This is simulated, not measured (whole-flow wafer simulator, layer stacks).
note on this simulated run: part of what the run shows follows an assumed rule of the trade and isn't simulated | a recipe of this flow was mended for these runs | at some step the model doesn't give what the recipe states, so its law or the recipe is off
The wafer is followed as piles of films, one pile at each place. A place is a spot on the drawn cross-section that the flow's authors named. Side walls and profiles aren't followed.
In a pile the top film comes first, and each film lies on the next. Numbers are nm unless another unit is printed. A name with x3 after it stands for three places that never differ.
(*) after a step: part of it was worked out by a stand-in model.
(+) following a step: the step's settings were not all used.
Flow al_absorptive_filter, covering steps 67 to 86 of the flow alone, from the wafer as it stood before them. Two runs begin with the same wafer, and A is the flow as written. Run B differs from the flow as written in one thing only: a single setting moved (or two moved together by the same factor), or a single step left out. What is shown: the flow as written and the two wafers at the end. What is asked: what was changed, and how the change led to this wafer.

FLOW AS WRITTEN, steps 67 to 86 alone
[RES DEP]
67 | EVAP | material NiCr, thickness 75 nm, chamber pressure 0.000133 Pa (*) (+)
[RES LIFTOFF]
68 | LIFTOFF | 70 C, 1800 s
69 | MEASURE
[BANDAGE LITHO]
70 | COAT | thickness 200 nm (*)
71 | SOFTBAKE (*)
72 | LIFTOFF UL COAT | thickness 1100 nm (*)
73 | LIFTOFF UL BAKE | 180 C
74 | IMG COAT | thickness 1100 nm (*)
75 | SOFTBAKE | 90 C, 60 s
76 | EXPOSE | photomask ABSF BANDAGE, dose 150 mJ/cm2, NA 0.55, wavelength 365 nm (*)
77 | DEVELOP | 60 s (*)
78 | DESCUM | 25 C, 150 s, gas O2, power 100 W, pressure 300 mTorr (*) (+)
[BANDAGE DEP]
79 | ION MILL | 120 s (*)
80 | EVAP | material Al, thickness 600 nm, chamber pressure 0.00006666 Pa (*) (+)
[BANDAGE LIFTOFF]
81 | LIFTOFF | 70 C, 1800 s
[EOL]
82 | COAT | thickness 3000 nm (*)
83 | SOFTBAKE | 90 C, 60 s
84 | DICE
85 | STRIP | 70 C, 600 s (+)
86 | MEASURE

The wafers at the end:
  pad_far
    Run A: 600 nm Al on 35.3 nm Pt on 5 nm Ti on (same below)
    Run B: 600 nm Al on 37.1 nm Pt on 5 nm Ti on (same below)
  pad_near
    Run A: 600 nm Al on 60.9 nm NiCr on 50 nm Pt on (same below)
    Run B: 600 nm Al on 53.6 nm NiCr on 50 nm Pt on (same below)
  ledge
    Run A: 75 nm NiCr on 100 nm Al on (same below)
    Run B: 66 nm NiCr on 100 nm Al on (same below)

The reason: step 67, EVAP: thickness 66 nm was run, though the flow has thickness 75 nm; step 79, ION MILL: 106 s was run, where the flow has 120 s.
The wafer itself shows it: ledge has NiCr 66, and step 67 as written asks for 75 nm.

Step by step, how the change led to this:
  67 | EVAP | material NiCr, thickness 75 nm, chamber pressure 0.000133 Pa (*) (+)
      gnd, pad_far, ledge and 9 more: A +75 NiCr (new film) | B +66 NiCr (new film)
      pad_near, res: A +74.2 NiCr (new film) | B +65.3 NiCr (new film)
  68 | LIFTOFF | 70 C, 1800 s
      xa_field, xl_land, idc_field: A -75 NiCr (all of it), -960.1 i-line-resist (all of it), -1100 lift-off-underlayer (all of it), -200 acrylic-e-beam-resist (all of it) | B -66 NiCr (all of it), -960.1 i-line-resist (all of it), -1100 lift-off-underlayer (all of it), -200 acrylic-e-beam-resist (all of it)
      gnd: A -75 NiCr (all of it), -959.5 i-line-resist (all of it), -1100.9 lift-off-underlayer (all of it), -200.6 acrylic-e-beam-resist (all of it) | B -66 NiCr (all of it), -959.5 i-line-resist (all of it), -1100.9 lift-off-underlayer (all of it), -200.6 acrylic-e-beam-resist (all of it)
      (as well as at 7 more places)
  79 | ION MILL | 120 s (*)
      gnd, ledge, xa_margin, xa_strip, xl_gap, xl_turn, idc_line, idc_space: A -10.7 i-line-resist | B -9.41 i-line-resist
      res, xa_field, xl_land, idc_field: A -10.7 i-line-resist | B -9.42 i-line-resist
      (as well as at 2 more places)
  83 | SOFTBAKE | 90 C, 60 s
      ledge: A -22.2 i-line-resist | B -21.5 i-line-resist
      res: A -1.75 i-line-resist | B -1.04 i-line-resist
